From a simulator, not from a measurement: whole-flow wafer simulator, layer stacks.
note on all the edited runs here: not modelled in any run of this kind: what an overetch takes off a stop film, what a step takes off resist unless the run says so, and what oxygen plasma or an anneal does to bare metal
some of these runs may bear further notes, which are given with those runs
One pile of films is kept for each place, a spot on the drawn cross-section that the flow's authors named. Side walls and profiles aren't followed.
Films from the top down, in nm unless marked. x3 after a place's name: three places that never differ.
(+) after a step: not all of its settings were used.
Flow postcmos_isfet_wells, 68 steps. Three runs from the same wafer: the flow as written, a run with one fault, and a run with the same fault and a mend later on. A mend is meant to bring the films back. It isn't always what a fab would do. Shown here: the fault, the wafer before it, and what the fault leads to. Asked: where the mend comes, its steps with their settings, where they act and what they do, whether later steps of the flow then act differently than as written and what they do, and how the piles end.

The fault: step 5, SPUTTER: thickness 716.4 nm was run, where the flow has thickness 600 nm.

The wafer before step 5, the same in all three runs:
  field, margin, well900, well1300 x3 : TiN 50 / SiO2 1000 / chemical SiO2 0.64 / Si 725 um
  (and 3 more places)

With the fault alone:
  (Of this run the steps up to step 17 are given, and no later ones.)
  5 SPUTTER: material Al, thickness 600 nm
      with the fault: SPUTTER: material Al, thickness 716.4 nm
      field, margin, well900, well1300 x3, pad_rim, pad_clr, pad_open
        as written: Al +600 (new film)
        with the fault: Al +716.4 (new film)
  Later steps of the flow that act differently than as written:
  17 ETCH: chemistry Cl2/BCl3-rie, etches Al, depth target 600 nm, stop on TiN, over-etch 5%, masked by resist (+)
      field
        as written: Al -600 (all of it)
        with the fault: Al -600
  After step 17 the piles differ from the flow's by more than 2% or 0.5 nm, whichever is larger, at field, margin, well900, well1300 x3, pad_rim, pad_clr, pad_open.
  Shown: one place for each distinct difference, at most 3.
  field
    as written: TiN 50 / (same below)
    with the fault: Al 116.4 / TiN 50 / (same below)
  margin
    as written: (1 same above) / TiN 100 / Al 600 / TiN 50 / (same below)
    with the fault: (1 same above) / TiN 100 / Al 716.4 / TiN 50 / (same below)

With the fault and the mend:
  The mend comes after step 5.
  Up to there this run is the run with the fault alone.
  5a ETCH: chemistry al pan, depth target 823.9 nm
      field, margin, well900, well1300 x3, pad_rim, pad_clr, pad_open
        Al -716.4 (all of it)
  5b SPUTTER: material Al, thickness 600 nm (the flow's step 5 once more)
      field, margin, well900, well1300 x3, pad_rim, pad_clr, pad_open
        Al +600 (new film)
  No later step of the flow acts differently than as written at any place that is followed.
  At the end the piles are the same as the flow's at every place that both follow.
